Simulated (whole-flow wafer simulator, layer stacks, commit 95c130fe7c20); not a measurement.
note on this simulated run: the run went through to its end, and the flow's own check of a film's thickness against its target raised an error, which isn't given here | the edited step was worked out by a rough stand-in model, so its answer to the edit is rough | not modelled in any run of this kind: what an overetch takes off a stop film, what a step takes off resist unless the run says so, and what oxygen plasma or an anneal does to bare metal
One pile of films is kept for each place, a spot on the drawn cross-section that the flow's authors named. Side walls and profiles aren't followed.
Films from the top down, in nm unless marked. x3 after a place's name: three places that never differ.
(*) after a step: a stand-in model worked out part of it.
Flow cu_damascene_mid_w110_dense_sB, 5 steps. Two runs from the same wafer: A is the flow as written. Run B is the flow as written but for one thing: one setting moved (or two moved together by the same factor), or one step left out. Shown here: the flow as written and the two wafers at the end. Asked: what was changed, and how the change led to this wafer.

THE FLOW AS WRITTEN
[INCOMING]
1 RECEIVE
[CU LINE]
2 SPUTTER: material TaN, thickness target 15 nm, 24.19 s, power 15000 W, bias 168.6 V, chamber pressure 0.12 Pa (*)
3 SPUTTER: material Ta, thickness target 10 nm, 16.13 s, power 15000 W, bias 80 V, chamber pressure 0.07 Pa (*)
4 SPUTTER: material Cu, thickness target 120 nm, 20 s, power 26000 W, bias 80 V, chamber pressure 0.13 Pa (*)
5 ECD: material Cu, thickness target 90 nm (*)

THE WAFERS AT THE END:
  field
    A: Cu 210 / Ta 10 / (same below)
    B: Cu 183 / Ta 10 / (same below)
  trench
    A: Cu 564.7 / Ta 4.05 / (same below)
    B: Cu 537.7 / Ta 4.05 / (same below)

The cause: step 5, ECD: thickness target 63 nm was run, where the flow has thickness target 90 nm.

How the change led to this, step by step:
  5 ECD: material Cu, thickness target 90 nm (*)
      field: A Cu +90 | B Cu +63
      trench: A Cu +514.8 | B Cu +487.8
